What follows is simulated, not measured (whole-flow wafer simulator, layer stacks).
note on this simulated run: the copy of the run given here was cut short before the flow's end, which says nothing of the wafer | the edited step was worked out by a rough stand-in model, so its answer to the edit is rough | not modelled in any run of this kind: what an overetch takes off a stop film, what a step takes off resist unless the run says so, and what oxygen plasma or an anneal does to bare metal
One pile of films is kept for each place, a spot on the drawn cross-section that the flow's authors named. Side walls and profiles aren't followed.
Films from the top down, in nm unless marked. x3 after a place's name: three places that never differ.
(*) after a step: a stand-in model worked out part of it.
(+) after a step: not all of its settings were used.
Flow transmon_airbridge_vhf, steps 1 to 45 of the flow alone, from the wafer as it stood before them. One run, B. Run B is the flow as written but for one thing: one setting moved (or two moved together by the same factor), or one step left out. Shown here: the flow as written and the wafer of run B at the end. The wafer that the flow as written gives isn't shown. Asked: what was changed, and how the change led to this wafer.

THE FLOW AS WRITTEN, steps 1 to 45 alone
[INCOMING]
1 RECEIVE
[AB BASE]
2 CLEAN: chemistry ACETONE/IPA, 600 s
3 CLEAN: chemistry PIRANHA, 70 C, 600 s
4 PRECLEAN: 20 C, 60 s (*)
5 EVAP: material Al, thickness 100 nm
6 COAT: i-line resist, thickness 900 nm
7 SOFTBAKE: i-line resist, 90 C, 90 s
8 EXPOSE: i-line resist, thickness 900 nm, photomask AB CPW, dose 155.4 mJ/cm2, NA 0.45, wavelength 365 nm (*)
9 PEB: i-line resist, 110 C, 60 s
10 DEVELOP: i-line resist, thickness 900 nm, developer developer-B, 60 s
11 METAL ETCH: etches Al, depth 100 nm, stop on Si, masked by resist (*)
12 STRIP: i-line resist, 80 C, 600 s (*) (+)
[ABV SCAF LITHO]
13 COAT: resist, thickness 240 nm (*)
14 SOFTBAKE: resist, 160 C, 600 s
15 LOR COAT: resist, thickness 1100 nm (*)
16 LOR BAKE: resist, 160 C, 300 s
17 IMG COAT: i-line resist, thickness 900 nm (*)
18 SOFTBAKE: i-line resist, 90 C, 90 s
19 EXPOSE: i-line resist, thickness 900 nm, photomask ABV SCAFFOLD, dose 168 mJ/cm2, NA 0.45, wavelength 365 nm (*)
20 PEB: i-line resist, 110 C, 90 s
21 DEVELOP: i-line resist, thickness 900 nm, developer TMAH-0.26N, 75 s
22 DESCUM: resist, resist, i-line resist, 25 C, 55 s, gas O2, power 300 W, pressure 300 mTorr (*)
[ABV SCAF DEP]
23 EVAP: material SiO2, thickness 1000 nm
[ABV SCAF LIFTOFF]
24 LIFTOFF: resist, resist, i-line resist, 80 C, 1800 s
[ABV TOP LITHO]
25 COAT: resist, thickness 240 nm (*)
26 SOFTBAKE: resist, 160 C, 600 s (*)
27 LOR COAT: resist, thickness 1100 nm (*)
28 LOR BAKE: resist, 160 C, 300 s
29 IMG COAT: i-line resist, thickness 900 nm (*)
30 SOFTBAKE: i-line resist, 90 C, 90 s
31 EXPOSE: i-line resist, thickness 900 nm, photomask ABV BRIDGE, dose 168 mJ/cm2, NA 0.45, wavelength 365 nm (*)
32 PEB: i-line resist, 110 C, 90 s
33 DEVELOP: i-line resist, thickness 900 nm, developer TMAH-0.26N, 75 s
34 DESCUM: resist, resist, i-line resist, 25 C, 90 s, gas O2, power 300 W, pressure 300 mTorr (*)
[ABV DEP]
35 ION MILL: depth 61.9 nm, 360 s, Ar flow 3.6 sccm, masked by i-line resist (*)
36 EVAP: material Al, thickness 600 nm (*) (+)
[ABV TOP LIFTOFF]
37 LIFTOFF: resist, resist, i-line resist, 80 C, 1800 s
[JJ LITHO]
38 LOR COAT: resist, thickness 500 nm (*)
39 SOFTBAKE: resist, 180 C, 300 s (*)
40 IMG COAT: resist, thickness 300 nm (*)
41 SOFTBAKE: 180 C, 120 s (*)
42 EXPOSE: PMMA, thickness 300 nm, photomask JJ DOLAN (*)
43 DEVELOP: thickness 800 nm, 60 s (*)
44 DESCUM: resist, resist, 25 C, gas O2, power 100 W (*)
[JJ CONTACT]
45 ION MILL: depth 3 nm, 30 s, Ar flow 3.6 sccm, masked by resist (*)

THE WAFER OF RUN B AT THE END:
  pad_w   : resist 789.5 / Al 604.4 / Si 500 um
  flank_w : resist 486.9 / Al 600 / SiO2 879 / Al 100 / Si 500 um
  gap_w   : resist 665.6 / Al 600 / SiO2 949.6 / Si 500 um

The cause: step 35, ION MILL: depth 86.7 nm was run, where the flow has depth 61.9 nm; step 35, ION MILL: 504 s was run, where the flow has 360 s.

How the change led to this, step by step:
  35 ION MILL: depth 61.9 nm, 360 s, Ar flow 3.6 sccm, masked by i-line resist (*)
      field x3, jj_line, ground_far, trace_open_s x2, margin_s, margin_n: i-line resist -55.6 (as written it would be: i-line resist -39.7)
      flank_w, gap_w, cpw_trace, gap_e, flank_e, bridge_strip: SiO2 -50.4 (as written it would be: SiO2 -36)
      (and at 2 more places)
  37 LIFTOFF: resist, resist, i-line resist, 80 C, 1800 s
      field x3, jj_line, trace_open_s x2: Al -600 (all of it), i-line resist -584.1 (all of it), resist -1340 (all of it) (as written it would be: Al -600 (all of it), i-line resist -600 (all of it), resist -1340 (all of it))
      margin_s, margin_n: Al -600 (all of it), i-line resist -302.4 (all of it), resist -992 (all of it) (as written it would be: Al -600 (all of it), i-line resist -318.3 (all of it), resist -992 (all of it))
      (and at 1 more place)
